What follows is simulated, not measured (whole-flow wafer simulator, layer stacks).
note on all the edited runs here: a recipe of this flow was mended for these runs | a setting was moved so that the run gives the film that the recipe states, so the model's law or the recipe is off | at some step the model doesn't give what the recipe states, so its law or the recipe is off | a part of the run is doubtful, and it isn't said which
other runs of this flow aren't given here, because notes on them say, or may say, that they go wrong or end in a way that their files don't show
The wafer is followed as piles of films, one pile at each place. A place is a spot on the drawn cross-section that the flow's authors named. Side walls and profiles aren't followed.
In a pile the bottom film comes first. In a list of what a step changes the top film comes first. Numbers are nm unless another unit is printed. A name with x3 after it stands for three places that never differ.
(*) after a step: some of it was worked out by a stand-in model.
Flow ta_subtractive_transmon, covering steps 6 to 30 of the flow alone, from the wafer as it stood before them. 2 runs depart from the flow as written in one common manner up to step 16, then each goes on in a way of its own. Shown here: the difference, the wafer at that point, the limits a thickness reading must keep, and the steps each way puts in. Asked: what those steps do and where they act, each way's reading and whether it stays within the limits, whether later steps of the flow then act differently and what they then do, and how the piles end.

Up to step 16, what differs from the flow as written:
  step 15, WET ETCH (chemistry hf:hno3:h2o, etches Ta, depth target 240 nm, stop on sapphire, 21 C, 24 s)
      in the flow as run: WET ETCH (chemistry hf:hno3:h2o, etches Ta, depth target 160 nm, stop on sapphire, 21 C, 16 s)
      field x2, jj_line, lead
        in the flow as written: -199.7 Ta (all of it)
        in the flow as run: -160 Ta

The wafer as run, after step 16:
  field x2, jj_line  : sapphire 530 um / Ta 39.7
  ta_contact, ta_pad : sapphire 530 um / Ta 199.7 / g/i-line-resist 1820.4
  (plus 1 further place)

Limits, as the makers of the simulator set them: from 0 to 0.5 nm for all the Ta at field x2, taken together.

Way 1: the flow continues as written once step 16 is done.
  The reading taken after step 16 is 39.7 nm, which is outside the limits.
  Later steps of the flow acting differently than as written (3 other steps are not shown; they differ only slightly, by no more than 2% or 0.5 nm, whichever is larger):
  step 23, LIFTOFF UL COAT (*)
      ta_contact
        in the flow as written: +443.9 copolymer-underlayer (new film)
        going this way: +454.1 copolymer-underlayer (new film)
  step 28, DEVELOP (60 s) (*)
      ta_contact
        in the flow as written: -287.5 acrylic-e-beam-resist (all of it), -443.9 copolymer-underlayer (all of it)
        going this way: -290 acrylic-e-beam-resist (all of it), -454.1 copolymer-underlayer (all of it)
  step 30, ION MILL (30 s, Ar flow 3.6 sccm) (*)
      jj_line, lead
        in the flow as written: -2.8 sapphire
        going this way: -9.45 Ta
  The piles end different from the flow's at field x2, jj_line, lead by more than 2% or 0.5 nm, whichever is larger.
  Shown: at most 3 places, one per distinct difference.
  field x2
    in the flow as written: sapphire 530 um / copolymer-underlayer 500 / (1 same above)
    going this way: sapphire 530 um / Ta 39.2 / copolymer-underlayer 500 / (1 same above)
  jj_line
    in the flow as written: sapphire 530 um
    going this way: sapphire 530 um / Ta 29.7

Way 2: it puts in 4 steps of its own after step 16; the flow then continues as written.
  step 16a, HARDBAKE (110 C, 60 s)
      ta_contact, ta_pad
        -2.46 g/i-line-resist
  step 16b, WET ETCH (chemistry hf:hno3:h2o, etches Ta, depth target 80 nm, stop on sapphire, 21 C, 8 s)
      field x2, jj_line, lead
        -39.7 Ta (all of it)
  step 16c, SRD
      alters no film at any place that is followed
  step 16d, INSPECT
      alters no film at any place that is followed
  The reading taken after step 16d is 0 nm, which is within the limits.
  None of the later steps of the flow differs from how it acts as written, at any place that is followed, by more than 2% or 0.5 nm, whichever is larger.
  At every place that both follow, the piles at the end match the flow's.

Inside the limits: way 2. Outside the limits: way 1.
